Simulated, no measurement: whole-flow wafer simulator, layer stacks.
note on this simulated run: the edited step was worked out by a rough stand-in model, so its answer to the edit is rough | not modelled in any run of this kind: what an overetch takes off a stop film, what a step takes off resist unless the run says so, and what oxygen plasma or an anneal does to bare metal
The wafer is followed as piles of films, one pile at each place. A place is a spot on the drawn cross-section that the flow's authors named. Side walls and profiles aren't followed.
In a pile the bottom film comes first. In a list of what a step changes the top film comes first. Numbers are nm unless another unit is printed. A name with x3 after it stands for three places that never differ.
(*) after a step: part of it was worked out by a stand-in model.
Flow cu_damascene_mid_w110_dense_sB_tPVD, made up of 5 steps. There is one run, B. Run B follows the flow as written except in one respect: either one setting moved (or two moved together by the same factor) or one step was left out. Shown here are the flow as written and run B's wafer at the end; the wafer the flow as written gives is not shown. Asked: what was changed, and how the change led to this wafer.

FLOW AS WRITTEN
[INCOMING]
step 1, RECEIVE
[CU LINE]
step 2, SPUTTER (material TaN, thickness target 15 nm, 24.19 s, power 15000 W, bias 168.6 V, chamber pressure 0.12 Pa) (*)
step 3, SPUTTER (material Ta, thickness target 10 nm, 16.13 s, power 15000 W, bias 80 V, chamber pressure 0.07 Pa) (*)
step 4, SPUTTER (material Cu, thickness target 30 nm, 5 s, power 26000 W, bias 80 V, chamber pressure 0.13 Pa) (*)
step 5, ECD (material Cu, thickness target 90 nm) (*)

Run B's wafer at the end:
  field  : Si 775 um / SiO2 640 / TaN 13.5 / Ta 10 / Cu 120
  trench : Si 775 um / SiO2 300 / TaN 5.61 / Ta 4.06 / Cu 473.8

The reason: step 2, SPUTTER: thickness target 13.5 nm was run, whereas the flow has thickness target 15 nm.
The wafer itself shows it: field has TaN 13.5, and step 2 as written asks for 15 nm.

The path from the change to this, step by step:
  step 2, SPUTTER (material TaN, thickness target 15 nm, 24.19 s, power 15000 W, bias 168.6 V, chamber pressure 0.12 Pa) (*)
      field: TaN gains 13.5 (new film) (as written it would have been: TaN gains 15 (new film))
      trench: TaN gains 5.61 (new film) (as written it would have been: TaN gains 6.23 (new film))
